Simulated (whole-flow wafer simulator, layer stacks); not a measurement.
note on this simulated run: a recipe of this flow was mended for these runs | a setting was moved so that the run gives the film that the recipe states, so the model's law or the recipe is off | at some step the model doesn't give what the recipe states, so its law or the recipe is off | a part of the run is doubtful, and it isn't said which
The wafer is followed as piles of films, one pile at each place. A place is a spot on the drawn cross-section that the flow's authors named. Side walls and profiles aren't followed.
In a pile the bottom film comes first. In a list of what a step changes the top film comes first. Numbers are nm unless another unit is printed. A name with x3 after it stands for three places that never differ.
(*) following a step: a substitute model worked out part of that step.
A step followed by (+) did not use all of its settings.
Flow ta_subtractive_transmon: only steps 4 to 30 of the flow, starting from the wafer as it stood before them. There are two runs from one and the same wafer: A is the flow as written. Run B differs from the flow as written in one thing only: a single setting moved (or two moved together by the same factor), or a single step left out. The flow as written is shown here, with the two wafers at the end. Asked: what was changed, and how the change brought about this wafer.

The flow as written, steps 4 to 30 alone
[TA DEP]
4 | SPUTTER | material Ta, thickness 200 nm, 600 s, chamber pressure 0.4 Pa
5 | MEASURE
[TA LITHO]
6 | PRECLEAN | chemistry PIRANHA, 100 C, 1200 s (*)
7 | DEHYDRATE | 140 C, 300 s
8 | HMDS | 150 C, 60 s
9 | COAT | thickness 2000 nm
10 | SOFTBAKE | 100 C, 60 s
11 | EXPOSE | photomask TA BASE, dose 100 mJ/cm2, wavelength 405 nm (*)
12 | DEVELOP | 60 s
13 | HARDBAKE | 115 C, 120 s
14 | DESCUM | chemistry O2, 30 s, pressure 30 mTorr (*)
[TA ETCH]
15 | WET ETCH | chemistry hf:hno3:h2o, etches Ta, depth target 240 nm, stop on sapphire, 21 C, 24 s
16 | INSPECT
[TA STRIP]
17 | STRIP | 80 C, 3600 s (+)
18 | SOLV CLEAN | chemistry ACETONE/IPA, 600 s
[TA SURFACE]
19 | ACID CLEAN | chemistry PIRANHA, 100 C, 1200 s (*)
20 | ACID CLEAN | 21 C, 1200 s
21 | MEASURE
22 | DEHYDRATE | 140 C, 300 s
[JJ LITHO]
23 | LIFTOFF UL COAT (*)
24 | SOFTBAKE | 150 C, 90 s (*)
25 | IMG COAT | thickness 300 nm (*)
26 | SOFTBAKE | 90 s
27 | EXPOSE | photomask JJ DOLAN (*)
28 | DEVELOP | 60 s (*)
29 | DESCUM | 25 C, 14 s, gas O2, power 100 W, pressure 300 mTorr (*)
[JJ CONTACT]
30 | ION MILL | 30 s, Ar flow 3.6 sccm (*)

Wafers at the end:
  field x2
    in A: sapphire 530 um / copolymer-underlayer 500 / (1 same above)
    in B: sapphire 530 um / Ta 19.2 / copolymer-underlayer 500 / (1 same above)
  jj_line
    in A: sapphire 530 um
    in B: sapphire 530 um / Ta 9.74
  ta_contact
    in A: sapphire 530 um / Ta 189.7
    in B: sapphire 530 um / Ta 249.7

The reason: step 4, SPUTTER: thickness 260 nm was run, though the flow has thickness 200 nm; step 4, SPUTTER: 780 s was run, where the flow has 600 s.

The path from the change to this, step by step:
  4 | SPUTTER | material Ta, thickness 200 nm, 600 s, chamber pressure 0.4 Pa
      field x2, jj_line, lead, ta_contact, ta_pad: A +200 Ta (new film) | B +260 Ta (new film)
  15 | WET ETCH | chemistry hf:hno3:h2o, etches Ta, depth target 240 nm, stop on sapphire, 21 C, 24 s
      field x2, jj_line, lead: A -199.7 Ta (all of it) | B -240 Ta
  23 | LIFTOFF UL COAT (*)
      ta_contact: A +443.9 copolymer-underlayer (new film) | B +433.7 copolymer-underlayer (new film)
  28 | DEVELOP | 60 s (*)
      ta_contact: A -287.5 acrylic-e-beam-resist (all of it), -443.9 copolymer-underlayer (all of it) | B -284.7 acrylic-e-beam-resist (all of it), -433.7 copolymer-underlayer (all of it)
  30 | ION MILL | 30 s, Ar flow 3.6 sccm (*)
      jj_line, lead: A -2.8 sapphire | B -9.45 Ta
Taking metal films that touch as one body, field x2 has 1 body; the flow as written gives 0 bodies.
Taking metal films that touch as one body, jj_line has 1 body; the flow as written gives 0 bodies.
